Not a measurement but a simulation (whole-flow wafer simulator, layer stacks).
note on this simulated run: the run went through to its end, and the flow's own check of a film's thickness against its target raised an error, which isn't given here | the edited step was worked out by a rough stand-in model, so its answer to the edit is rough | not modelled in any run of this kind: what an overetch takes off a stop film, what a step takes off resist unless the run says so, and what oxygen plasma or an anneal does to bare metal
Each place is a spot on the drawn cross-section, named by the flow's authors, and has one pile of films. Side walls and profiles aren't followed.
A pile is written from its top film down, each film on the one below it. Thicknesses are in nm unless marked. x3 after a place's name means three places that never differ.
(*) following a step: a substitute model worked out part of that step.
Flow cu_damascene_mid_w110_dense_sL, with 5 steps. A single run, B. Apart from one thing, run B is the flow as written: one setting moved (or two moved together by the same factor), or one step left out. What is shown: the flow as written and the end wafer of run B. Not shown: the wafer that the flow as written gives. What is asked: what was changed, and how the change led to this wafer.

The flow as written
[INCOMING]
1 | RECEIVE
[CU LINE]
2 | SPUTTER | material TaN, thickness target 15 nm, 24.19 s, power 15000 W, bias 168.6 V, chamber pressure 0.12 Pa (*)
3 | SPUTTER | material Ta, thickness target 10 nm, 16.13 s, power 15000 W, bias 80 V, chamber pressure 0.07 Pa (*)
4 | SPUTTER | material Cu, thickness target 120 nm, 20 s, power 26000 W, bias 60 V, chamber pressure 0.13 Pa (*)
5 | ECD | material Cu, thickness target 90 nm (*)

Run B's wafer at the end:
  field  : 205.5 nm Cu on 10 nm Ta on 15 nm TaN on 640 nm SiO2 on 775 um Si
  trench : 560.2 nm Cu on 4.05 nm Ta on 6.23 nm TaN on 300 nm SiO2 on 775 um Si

The reason: step 5, ECD: thickness target 85.5 nm was run, while the flow as written has thickness target 90 nm.

How this came from the change, step by step:
  5 | ECD | material Cu, thickness target 90 nm (*)
      field: Cu gains 85.5 (in the flow as written it would be: Cu gains 90)
